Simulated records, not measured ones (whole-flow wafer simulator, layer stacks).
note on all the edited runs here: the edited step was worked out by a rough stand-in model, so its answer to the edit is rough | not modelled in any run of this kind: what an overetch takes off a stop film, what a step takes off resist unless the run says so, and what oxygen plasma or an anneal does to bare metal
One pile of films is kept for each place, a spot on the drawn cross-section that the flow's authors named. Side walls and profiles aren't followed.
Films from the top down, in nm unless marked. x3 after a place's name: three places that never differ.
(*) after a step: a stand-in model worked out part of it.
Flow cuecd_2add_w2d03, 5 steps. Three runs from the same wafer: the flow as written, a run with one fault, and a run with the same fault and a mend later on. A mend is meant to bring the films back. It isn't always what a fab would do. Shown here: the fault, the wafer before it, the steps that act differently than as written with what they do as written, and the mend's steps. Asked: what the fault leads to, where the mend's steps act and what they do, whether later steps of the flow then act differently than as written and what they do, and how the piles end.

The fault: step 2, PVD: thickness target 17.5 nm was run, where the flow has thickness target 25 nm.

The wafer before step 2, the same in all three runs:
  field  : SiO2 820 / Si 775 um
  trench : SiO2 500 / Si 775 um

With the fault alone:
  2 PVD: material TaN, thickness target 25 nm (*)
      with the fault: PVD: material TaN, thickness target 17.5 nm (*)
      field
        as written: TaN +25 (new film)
        with the fault: TaN +17.5 (new film)
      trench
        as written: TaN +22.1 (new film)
        with the fault: TaN +15.5 (new film)
  No later step of the flow acts differently than as written, at any place that is followed, by more than 2% or 0.5 nm, whichever is larger.
  At the end the piles differ from the flow's by more than 2% or 0.5 nm, whichever is larger, at field, trench.
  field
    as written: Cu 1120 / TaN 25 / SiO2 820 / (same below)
    with the fault: Cu 1120 / TaN 17.5 / SiO2 820 / (same below)
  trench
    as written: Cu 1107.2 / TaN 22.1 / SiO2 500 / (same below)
    with the fault: Cu 1107.3 / TaN 15.5 / SiO2 500 / (same below)

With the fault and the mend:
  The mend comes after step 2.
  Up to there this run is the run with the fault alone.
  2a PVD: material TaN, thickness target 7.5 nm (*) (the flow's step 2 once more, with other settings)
      field
        TaN +7.5
      trench
        TaN +6.62
  No later step of the flow acts differently than as written at any place that is followed.
  At the end the piles are the same as the flow's at every place that both follow.
